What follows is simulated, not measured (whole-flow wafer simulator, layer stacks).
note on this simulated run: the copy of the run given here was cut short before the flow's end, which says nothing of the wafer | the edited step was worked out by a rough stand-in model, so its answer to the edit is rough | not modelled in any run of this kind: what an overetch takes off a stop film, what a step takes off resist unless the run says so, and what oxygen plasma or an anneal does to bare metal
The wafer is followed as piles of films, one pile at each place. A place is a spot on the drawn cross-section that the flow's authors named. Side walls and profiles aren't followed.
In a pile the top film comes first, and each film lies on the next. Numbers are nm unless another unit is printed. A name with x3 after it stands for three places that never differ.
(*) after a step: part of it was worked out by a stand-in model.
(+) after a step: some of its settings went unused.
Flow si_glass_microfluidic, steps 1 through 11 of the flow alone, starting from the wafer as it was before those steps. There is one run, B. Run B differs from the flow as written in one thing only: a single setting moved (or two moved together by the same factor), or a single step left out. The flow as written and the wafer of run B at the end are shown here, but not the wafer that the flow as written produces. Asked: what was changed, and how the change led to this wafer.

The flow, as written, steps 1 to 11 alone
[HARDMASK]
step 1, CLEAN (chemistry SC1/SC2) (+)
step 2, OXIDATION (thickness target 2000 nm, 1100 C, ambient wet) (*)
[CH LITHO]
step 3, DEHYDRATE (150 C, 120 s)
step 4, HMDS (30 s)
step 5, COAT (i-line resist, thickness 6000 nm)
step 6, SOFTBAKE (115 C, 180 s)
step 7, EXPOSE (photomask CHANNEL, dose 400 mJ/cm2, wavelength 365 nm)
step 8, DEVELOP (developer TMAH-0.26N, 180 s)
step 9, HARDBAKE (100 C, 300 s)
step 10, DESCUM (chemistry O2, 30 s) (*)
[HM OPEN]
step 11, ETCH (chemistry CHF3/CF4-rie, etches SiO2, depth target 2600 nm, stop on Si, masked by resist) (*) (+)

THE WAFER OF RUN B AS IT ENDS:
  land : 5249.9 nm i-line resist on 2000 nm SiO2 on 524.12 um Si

Cause: step 11, ETCH: depth target 2145 nm was run, though the flow has depth target 2600 nm.

How this came from the change, step by step:
  step 11, ETCH (chemistry CHF3/CF4-rie, etches SiO2, depth target 2600 nm, stop on Si, masked by resist) (*) (+)
      land: -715 i-line resist (as written it would have been: -866.7 i-line resist)
